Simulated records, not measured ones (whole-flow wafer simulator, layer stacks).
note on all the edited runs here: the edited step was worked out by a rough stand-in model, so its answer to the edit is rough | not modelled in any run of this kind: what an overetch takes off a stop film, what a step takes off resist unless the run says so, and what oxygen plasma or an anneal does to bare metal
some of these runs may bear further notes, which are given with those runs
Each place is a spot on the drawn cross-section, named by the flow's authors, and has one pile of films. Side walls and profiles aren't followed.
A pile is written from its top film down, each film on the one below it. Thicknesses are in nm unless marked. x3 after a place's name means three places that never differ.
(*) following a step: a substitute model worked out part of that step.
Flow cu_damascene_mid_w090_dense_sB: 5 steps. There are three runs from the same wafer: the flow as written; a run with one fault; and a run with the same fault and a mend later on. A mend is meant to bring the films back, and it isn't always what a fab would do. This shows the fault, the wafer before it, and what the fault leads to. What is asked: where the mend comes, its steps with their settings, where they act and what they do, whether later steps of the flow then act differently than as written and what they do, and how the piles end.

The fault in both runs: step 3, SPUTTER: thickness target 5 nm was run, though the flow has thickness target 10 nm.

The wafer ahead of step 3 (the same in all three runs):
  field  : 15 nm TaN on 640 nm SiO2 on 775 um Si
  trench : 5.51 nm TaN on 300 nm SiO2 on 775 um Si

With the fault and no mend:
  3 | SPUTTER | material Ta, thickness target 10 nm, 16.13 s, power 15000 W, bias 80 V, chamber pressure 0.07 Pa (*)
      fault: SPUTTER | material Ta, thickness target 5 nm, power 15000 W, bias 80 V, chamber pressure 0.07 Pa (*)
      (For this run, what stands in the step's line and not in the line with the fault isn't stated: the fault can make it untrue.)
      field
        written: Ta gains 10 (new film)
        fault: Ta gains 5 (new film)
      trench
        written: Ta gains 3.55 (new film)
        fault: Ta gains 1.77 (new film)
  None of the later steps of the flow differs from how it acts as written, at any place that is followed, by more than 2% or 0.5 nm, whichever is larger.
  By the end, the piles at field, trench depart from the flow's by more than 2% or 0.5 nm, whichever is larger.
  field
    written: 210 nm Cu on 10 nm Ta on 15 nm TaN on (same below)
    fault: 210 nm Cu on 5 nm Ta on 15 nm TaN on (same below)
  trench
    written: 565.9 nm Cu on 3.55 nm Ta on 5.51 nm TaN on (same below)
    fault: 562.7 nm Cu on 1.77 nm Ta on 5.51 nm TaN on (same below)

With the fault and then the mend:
  The mend stands after step 3.
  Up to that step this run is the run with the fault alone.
  3a | SPUTTER | material Ta, thickness target 5 nm, power 15000 W, bias 80 V, chamber pressure 0.07 Pa (*) (a further turn of the flow's step 3, with different settings)
      field
        Ta gains 5
      trench
        Ta gains 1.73
  None of the later steps of the flow acts differently than as written at any place that is followed.
  The piles end only slightly different from the flow's at the places that both follow, by no more than 2% or 0.5 nm, whichever is larger.
